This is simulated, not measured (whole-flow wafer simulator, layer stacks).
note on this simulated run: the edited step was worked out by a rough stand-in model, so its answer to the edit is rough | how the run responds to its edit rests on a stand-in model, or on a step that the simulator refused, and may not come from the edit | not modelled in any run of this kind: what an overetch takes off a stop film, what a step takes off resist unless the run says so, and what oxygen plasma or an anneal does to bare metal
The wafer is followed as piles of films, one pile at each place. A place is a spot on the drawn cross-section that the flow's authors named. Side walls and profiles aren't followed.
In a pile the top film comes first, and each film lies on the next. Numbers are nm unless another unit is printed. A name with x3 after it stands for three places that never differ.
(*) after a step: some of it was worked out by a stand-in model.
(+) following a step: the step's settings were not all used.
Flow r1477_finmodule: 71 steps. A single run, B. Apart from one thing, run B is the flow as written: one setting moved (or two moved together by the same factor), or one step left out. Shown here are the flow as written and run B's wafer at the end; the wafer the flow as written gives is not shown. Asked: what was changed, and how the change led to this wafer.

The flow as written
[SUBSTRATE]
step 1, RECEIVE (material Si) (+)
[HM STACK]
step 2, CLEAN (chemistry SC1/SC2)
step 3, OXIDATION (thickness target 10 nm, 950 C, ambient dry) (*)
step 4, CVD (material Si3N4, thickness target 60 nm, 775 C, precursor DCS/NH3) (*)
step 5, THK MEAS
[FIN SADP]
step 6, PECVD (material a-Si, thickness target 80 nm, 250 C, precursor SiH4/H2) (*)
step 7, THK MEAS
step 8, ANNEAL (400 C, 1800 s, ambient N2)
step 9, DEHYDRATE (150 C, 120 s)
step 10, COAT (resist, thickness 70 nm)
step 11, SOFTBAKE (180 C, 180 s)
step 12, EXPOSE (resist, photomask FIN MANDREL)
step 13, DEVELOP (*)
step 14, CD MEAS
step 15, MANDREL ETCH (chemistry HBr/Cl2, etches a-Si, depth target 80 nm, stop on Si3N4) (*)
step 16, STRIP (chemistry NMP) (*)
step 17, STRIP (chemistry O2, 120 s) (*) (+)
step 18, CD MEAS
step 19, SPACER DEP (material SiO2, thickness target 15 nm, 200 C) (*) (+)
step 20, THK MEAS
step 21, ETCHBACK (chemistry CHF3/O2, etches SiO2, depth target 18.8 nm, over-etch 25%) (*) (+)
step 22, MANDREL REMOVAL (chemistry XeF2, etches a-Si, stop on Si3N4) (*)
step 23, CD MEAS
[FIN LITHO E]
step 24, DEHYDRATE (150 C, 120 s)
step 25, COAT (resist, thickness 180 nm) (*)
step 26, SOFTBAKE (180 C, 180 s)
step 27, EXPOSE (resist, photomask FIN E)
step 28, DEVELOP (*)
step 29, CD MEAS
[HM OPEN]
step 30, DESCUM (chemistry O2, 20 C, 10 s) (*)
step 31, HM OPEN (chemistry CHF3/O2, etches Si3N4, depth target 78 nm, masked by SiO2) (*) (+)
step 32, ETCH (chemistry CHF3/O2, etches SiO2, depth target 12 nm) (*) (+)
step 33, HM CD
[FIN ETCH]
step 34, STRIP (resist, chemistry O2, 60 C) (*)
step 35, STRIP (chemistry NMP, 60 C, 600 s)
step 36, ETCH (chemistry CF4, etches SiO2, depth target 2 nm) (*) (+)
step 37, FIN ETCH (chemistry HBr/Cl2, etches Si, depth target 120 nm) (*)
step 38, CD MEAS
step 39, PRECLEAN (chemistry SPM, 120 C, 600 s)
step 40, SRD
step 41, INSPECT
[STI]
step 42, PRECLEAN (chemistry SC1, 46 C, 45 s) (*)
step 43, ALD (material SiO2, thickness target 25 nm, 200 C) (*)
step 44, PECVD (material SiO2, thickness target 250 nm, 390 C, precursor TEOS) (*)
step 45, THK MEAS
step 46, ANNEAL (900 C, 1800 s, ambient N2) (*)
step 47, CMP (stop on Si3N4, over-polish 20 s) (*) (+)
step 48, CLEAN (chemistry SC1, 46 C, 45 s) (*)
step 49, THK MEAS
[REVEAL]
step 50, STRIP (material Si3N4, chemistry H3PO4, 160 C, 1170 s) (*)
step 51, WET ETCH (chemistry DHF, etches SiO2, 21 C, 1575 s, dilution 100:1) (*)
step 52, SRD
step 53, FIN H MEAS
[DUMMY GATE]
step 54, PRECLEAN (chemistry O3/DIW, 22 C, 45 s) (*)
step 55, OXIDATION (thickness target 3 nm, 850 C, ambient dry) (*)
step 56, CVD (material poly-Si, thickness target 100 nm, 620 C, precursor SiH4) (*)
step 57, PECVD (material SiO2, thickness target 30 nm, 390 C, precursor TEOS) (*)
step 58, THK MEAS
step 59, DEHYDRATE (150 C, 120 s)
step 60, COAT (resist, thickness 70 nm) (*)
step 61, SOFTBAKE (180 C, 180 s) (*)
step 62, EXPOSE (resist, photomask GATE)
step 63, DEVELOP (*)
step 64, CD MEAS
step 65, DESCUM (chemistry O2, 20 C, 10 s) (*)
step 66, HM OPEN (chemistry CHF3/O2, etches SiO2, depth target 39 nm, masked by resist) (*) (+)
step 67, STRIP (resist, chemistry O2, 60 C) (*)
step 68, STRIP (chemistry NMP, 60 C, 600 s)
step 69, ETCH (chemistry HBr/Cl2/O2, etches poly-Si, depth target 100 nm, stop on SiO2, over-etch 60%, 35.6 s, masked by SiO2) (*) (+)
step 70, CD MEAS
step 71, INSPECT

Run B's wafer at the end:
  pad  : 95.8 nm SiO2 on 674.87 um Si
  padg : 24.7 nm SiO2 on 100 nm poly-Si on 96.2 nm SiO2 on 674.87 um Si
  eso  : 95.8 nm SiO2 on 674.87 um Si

What caused this: step 44, PECVD: thickness target 167.5 nm was run, though the flow has thickness target 250 nm.

How this came from the change, step by step:
  step 44, PECVD (material SiO2, thickness target 250 nm, 390 C, precursor TEOS) (*)
      pad, padg, elg and 33 more: +167.5 SiO2 (as written it would have been: +250 SiO2)
  step 46, ANNEAL (900 C, 1800 s, ambient N2) (*)
      pad, padg, elg and 33 more: -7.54 SiO2 (as written it would have been: -11.2 SiO2)
  step 47, CMP (stop on Si3N4, over-polish 20 s) (*) (+)
      pad, padg, e40sg and 11 more: nothing (as written it would have been: -71.8 SiO2)
      eso: nothing (as written it would have been: -72.4 SiO2)
      (and at 21 other places as well)
  step 60, COAT (resist, thickness 70 nm) (*)
      e40sg, e40so: +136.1 resist (new film) (as written it would have been: +129.5 resist (new film))
      e100sg, e100so: +136.1 resist (new film) (as written it would have been: +129.4 resist (new film))
      (and at 9 other places as well)
  step 63, DEVELOP (*)
      eso: -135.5 resist (all of it) (as written it would have been: -129.5 resist (all of it))
      e40so: -136.1 resist (all of it) (as written it would have been: -129.5 resist (all of it))
      (and at 5 other places as well)
  step 67, STRIP (resist, chemistry O2, 60 C) (*)
      e40sg: -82 resist (all of it) (as written it would have been: -75.4 resist (all of it))
      e100sg: -82 resist (all of it) (as written it would have been: -75.3 resist (all of it))
      (and at 4 other places as well)
